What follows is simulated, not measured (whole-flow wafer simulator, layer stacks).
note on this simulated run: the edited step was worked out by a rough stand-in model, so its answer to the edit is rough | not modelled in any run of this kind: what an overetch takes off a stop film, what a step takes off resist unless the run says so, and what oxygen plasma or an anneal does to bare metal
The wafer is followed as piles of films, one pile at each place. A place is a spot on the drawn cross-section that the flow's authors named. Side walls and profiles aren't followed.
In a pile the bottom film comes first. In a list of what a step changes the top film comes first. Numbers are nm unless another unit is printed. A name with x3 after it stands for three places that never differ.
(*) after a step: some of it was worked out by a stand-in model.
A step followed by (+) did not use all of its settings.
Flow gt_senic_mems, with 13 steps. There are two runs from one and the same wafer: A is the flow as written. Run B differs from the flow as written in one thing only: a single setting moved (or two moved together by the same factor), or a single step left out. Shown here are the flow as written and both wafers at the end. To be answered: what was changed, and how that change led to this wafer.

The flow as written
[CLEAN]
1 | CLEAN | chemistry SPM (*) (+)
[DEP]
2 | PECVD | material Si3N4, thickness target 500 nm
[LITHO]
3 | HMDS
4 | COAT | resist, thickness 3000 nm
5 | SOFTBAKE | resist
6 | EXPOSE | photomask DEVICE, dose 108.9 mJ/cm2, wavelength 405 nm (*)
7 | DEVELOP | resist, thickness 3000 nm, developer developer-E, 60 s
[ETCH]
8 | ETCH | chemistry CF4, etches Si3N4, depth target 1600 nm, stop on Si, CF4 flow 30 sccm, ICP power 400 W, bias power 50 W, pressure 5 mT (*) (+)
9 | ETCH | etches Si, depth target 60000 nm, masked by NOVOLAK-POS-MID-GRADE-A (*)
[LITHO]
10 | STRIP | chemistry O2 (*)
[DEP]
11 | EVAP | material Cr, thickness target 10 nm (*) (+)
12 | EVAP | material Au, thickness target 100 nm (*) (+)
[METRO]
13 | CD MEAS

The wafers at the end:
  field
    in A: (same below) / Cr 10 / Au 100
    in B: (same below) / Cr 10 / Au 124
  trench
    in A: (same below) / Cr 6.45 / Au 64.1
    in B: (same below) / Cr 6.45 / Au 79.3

Cause: step 12, EVAP: thickness target 124 nm was run, though the flow has thickness target 100 nm.
The wafer lets one read it off: field has Au 124, and step 12 as written asks for 100 nm.

The path from the change to this, step by step:
  12 | EVAP | material Au, thickness target 100 nm (*) (+)
      field: A +100 Au (new film) | B +124 Au (new film)
      trench: A +64.1 Au (new film) | B +79.3 Au (new film)
